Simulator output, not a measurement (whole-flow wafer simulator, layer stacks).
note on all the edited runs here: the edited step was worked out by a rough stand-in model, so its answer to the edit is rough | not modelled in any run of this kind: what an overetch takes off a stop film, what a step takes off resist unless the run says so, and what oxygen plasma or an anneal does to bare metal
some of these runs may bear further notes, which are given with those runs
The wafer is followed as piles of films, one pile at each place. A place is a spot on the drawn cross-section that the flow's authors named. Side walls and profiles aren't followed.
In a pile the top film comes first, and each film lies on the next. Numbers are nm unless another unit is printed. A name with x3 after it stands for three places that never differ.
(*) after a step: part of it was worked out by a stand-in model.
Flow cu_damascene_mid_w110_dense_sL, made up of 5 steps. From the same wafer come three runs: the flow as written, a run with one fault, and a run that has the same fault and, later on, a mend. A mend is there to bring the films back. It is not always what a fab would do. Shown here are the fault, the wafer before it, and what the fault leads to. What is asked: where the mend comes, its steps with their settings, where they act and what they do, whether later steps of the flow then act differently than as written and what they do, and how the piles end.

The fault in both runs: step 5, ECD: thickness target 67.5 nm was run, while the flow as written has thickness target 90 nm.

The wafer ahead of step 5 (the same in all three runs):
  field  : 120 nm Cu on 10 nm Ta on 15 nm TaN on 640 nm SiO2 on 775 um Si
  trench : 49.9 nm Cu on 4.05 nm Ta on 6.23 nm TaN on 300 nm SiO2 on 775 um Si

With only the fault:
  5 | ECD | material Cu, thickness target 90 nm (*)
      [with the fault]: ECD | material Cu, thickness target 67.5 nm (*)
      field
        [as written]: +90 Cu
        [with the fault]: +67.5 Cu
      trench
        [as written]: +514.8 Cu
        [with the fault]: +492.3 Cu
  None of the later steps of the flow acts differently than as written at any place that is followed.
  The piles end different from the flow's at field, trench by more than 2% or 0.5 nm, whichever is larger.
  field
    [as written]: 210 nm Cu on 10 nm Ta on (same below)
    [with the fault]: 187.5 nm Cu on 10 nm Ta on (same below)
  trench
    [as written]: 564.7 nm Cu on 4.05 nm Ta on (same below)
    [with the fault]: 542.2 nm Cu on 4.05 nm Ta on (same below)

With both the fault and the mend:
  The mend follows step 5.
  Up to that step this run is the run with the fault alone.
  5a | ECD | material Cu, thickness target 22.5 nm (the flow's step 5, run once more with other settings)
      field, trench
        +22.5 Cu
  None of the later steps of the flow acts differently than as written at any place that is followed.
  By the end, the piles equal the flow's at every place that both follow.
